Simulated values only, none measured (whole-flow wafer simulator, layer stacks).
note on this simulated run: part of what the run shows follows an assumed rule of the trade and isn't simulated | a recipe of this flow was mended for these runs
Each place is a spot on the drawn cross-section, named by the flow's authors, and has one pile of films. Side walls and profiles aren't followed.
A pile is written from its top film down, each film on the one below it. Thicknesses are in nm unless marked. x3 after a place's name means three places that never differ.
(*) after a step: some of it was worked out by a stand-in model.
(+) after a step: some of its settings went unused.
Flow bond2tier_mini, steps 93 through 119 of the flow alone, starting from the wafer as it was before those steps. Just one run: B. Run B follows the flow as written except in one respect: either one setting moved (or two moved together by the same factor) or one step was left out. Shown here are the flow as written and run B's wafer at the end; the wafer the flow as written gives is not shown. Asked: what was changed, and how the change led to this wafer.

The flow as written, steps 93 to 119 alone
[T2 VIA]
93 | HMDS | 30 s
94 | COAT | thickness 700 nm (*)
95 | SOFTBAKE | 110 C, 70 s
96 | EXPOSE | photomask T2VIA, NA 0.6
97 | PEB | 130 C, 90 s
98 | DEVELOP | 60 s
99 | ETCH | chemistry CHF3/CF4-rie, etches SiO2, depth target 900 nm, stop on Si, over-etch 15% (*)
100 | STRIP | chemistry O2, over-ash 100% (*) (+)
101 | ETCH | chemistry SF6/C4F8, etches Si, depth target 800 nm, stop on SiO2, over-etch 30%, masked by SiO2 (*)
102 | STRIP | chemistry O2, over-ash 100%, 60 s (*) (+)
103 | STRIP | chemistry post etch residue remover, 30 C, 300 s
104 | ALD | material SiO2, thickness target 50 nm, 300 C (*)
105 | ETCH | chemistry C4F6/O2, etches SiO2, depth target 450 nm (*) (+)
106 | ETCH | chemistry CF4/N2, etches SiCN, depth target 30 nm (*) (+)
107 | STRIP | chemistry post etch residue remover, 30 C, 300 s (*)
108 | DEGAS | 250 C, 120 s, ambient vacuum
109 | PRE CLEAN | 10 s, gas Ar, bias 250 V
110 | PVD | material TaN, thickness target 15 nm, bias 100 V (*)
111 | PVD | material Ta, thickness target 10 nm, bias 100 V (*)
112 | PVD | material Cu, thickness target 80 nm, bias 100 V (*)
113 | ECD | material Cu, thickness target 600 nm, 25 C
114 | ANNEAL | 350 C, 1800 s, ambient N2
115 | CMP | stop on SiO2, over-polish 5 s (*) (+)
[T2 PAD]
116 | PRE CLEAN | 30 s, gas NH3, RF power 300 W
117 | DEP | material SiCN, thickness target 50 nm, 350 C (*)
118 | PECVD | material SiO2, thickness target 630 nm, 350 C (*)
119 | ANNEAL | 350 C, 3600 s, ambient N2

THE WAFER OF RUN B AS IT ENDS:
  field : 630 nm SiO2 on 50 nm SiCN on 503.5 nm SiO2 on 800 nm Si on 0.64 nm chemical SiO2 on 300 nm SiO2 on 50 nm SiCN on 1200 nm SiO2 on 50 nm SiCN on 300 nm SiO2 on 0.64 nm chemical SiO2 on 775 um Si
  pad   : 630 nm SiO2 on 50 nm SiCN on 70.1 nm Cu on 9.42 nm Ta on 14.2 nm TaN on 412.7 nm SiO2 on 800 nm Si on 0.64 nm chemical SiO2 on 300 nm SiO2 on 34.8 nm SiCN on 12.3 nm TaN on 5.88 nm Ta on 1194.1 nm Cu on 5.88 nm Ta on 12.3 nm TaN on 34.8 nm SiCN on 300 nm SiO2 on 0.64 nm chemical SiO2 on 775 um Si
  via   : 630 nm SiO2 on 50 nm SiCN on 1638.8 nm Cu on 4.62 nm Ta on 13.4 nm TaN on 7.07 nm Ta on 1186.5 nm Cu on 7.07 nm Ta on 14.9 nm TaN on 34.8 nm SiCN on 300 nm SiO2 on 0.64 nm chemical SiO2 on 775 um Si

The reason: step 105, ETCH: depth target 504 nm was run, whereas the flow has depth target 450 nm.

The path from the change to this, step by step:
  105 | ETCH | chemistry C4F6/O2, etches SiO2, depth target 450 nm (*) (+)
      field, pad: -504 SiO2 (in the flow as written it would be: -450 SiO2)
      via: -348.1 SiO2 (all of it), -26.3 SiCN (in the flow as written it would be: -348.1 SiO2 (all of it), -17.2 SiCN)
  106 | ETCH | chemistry CF4/N2, etches SiCN, depth target 30 nm (*) (+)
      via: -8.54 SiCN (all of it), -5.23 TaN (in the flow as written it would be: -17.6 SiCN (all of it), -3.01 TaN)
  113 | ECD | material Cu, thickness target 600 nm, 25 C
      via: +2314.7 Cu (in the flow as written it would be: +2367 Cu)
